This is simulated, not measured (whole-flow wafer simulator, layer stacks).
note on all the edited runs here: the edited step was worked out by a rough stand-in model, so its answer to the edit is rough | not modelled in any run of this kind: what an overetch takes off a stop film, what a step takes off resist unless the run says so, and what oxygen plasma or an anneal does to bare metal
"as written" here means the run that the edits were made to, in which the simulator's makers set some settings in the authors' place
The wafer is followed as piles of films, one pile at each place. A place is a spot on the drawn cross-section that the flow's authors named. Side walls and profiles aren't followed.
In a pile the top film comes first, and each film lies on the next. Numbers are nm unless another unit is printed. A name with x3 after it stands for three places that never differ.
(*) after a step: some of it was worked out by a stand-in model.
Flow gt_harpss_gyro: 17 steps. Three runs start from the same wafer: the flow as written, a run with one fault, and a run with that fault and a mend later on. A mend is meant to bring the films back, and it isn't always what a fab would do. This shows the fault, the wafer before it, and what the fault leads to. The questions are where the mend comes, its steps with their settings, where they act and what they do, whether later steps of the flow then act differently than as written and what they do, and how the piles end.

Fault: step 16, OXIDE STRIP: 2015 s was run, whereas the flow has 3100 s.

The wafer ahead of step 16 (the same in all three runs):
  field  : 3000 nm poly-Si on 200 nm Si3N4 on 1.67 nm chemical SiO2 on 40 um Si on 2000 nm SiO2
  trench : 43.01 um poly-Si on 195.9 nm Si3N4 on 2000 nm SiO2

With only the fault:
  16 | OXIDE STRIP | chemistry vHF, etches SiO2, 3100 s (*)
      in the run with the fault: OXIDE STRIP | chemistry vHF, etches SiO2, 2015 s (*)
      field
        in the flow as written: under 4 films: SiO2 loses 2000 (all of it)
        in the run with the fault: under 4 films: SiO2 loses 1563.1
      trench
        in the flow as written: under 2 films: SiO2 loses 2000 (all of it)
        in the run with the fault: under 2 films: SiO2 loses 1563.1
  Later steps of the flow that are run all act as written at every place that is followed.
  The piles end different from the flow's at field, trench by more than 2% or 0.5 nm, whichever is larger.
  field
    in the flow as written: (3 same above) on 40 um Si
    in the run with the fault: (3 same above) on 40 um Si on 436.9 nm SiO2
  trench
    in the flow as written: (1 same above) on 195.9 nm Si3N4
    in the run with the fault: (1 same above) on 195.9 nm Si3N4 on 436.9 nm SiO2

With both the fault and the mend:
  The mend stands after step 17.
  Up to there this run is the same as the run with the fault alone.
  17a | OXIDE STRIP | chemistry vHF, etches SiO2, 1085 s (*) (the flow's step 16, run once more with other settings)
      field
        under 4 films: SiO2 loses 436.9 (all of it)
      trench
        under 2 films: SiO2 loses 436.9 (all of it)
  Later steps of the flow that are run all act as written at every place that is followed.
  At every place that both follow, the piles at the end match the flow's.
